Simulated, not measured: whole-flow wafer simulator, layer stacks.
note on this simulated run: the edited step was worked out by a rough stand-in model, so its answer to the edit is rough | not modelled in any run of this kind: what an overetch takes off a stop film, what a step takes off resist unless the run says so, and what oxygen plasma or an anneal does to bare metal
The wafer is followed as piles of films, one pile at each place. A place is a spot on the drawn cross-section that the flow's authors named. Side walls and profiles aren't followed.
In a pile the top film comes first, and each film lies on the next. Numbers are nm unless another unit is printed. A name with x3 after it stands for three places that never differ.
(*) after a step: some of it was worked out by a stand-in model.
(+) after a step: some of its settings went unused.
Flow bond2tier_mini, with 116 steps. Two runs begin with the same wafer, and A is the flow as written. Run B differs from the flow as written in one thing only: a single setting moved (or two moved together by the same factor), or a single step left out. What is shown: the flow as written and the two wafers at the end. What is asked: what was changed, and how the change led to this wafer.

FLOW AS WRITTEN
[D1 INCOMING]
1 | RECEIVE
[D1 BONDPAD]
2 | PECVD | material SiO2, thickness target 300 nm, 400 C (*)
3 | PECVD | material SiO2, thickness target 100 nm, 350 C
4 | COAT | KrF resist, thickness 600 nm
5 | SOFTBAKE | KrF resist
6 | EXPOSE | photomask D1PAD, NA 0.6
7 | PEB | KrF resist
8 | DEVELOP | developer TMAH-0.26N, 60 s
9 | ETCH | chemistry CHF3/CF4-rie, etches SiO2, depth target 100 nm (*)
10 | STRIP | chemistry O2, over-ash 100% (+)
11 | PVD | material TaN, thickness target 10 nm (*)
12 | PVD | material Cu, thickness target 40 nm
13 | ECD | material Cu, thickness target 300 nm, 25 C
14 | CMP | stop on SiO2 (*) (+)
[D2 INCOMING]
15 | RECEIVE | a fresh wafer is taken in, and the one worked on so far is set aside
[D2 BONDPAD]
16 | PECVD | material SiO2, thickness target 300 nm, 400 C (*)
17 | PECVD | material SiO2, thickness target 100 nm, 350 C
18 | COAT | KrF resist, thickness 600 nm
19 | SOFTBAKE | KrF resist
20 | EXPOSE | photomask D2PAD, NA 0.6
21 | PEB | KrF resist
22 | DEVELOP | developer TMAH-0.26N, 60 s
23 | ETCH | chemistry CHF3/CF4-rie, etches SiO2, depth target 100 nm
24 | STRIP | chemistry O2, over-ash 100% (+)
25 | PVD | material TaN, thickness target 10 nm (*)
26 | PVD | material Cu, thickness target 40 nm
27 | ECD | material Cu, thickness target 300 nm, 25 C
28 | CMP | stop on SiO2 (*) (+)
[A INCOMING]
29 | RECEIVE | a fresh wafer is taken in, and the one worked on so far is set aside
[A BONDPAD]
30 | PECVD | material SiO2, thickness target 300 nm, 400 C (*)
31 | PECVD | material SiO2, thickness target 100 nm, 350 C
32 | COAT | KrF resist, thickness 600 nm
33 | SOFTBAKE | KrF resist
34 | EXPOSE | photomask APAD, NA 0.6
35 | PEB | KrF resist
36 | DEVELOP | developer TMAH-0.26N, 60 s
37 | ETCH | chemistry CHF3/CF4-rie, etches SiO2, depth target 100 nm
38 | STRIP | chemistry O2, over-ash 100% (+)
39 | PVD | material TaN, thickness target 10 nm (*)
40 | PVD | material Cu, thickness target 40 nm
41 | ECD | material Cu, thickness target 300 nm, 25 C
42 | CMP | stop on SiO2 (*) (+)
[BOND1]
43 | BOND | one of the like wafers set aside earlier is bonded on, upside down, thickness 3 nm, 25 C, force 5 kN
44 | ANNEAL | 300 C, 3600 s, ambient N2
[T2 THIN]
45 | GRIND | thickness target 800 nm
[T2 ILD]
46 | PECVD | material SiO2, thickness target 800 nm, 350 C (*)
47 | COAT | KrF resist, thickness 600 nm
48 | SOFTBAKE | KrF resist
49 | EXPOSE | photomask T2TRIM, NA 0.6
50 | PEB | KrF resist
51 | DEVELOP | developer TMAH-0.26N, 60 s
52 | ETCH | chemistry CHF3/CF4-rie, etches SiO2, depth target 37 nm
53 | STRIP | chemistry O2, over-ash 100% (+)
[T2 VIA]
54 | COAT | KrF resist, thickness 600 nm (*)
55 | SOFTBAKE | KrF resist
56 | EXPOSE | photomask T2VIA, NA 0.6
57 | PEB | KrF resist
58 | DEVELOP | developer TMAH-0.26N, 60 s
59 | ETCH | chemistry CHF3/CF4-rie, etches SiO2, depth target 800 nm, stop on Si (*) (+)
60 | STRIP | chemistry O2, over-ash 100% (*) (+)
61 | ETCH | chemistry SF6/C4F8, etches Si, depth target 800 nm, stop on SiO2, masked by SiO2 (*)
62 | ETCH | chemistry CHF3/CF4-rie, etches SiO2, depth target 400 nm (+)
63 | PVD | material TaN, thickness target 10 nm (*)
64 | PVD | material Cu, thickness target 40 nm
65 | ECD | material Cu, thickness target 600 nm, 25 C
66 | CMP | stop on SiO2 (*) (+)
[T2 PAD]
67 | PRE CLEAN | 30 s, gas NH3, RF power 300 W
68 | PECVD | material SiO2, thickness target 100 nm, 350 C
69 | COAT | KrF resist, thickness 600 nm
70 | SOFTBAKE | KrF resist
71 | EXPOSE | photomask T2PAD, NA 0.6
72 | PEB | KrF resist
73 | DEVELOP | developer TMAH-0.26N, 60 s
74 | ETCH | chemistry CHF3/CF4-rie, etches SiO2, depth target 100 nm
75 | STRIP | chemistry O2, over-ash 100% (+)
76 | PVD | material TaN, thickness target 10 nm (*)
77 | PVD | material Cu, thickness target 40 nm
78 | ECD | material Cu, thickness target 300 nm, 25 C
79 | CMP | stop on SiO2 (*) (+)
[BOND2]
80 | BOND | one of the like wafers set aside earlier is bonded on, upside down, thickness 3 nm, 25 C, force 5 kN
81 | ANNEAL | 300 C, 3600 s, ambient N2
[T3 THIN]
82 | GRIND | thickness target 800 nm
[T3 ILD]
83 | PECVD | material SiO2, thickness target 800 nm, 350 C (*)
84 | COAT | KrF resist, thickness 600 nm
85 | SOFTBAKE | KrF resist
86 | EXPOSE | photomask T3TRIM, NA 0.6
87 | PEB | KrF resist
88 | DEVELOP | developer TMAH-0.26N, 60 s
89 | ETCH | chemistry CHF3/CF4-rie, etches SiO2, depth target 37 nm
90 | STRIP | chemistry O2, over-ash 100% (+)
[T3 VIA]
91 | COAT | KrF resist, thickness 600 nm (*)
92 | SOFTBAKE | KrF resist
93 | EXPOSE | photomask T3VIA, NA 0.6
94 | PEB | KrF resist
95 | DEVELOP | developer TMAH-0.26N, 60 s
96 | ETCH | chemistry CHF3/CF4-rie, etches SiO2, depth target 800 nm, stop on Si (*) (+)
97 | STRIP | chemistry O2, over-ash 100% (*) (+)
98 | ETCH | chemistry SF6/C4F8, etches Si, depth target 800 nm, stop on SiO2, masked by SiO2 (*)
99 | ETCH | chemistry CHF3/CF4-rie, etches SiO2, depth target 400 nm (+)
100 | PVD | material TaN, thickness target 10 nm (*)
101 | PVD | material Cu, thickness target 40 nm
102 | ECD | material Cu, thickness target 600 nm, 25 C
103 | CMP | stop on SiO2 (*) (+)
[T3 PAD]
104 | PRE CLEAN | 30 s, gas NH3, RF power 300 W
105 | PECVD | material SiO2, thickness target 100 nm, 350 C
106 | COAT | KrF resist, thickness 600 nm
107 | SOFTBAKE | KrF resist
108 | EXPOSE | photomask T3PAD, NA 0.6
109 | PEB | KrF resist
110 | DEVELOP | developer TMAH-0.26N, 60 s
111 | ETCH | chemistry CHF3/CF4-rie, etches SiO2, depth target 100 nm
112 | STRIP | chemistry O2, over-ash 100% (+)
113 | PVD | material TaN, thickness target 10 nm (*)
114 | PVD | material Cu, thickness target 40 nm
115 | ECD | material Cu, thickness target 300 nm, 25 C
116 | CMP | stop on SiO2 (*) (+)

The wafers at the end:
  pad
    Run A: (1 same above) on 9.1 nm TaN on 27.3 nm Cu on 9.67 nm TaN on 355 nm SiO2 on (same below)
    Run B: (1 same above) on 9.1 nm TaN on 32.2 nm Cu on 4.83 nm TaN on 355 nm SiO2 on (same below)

The reason: step 100, PVD: thickness target 5 nm was run, though the flow has thickness target 10 nm.

How this came from the change, step by step:
  100 | PVD | material TaN, thickness target 10 nm (*)
      field: A +10 TaN (new film) | B +5 TaN (new film)
      pad: A +9.67 TaN (new film) | B +4.83 TaN (new film)
  103 | CMP | stop on SiO2 (*) (+)
      field: A -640 Cu (all of it), -10 TaN (all of it) | B -640 Cu (all of it), -5 TaN (all of it)
